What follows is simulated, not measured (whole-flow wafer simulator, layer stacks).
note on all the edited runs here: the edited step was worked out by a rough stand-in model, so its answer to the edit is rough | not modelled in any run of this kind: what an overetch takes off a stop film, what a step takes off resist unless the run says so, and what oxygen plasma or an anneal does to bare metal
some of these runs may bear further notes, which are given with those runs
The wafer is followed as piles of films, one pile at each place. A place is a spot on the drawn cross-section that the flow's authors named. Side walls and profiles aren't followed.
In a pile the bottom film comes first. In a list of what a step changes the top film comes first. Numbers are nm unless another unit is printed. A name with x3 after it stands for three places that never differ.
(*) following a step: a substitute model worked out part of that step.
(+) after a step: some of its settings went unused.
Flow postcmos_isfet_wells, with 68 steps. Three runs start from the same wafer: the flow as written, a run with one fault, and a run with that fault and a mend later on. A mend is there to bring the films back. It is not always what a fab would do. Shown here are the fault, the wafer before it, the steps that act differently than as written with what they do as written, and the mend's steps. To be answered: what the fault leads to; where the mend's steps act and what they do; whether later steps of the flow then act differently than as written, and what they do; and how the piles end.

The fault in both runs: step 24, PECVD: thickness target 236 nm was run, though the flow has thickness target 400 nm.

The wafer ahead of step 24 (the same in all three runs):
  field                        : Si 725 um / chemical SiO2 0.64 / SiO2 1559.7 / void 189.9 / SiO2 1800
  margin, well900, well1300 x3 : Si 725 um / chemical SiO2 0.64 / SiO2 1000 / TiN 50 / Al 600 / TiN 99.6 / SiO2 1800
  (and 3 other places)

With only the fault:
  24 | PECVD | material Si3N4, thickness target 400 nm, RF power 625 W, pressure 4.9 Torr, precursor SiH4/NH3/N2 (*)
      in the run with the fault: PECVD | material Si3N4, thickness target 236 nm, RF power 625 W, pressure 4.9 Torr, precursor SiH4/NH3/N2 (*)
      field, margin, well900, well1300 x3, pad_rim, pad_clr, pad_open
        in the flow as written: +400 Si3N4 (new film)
        in the run with the fault: +236 Si3N4 (new film)
  Steps further on in the flow that do not act as written (2 other steps are not shown; they differ only slightly, by no more than 2% or 0.5 nm, whichever is larger):
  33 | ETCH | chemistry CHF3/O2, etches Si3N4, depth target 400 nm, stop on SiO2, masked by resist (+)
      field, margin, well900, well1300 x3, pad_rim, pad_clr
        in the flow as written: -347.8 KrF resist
        in the run with the fault: -307.8 KrF resist
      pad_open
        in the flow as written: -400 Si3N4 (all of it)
        in the run with the fault: -236 Si3N4 (all of it)
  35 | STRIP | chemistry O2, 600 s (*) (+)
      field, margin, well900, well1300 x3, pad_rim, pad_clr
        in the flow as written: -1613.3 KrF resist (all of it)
        in the run with the fault: -1653.3 KrF resist (all of it)
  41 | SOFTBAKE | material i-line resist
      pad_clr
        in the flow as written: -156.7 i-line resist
        in the run with the fault: -140.4 i-line resist
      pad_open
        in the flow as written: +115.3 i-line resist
        in the run with the fault: +108 i-line resist
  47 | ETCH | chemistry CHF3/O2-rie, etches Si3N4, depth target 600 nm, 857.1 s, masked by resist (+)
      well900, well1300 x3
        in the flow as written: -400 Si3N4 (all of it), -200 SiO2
        in the run with the fault: -236 Si3N4 (all of it), -364 SiO2
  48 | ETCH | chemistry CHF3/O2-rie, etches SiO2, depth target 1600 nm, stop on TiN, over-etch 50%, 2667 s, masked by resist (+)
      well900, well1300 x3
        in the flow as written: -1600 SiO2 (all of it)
        in the run with the fault: -1436 SiO2 (all of it)
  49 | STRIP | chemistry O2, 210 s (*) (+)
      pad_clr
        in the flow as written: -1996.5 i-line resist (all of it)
        in the run with the fault: -2064 i-line resist (all of it)
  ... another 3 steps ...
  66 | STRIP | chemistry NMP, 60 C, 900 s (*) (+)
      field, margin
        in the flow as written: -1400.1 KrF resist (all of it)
        in the run with the fault: -1477.9 KrF resist (all of it)
  The piles end different from the flow's at field, margin, pad_rim, pad_clr by more than 2% or 0.5 nm, whichever is larger.
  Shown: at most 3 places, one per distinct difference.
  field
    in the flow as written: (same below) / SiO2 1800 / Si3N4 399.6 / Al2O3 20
    in the run with the fault: (same below) / SiO2 1800 / Si3N4 235.6 / Al2O3 20
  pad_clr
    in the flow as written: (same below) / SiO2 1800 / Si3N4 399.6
    in the run with the fault: (same below) / SiO2 1800 / Si3N4 235.6

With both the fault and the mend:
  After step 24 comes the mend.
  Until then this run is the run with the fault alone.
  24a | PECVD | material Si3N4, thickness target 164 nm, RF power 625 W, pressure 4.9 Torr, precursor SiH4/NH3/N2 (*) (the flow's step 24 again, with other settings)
      field, margin, well900, well1300 x3, pad_rim, pad_clr, pad_open
        +164 Si3N4
  Every later step of the flow that is run acts as written at every place that is followed.
  The piles end the same as the flow's at every place that both follow.
